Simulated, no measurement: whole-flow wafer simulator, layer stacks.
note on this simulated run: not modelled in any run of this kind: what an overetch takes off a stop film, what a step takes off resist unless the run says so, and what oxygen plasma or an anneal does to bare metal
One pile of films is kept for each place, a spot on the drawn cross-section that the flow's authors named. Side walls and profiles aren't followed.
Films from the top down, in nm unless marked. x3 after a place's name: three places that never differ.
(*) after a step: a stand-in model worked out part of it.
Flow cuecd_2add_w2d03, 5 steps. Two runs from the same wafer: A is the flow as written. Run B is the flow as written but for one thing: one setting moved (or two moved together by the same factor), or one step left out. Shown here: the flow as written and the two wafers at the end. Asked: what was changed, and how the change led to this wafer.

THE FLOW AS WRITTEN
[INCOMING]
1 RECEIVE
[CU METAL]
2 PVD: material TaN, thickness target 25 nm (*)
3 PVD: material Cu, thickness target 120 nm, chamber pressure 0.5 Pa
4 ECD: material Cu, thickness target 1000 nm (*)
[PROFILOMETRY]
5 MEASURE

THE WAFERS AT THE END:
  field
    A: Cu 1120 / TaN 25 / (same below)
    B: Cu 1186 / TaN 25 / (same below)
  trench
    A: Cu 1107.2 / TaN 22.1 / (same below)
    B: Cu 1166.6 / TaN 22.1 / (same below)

The cause: step 3, PVD: thickness target 186 nm was run, where the flow has thickness target 120 nm.

How the change led to this, step by step:
  3 PVD: material Cu, thickness target 120 nm, chamber pressure 0.5 Pa
      field: A Cu +120 (new film) | B Cu +186 (new film)
      trench: A Cu +107.2 (new film) | B Cu +166.6 (new film)
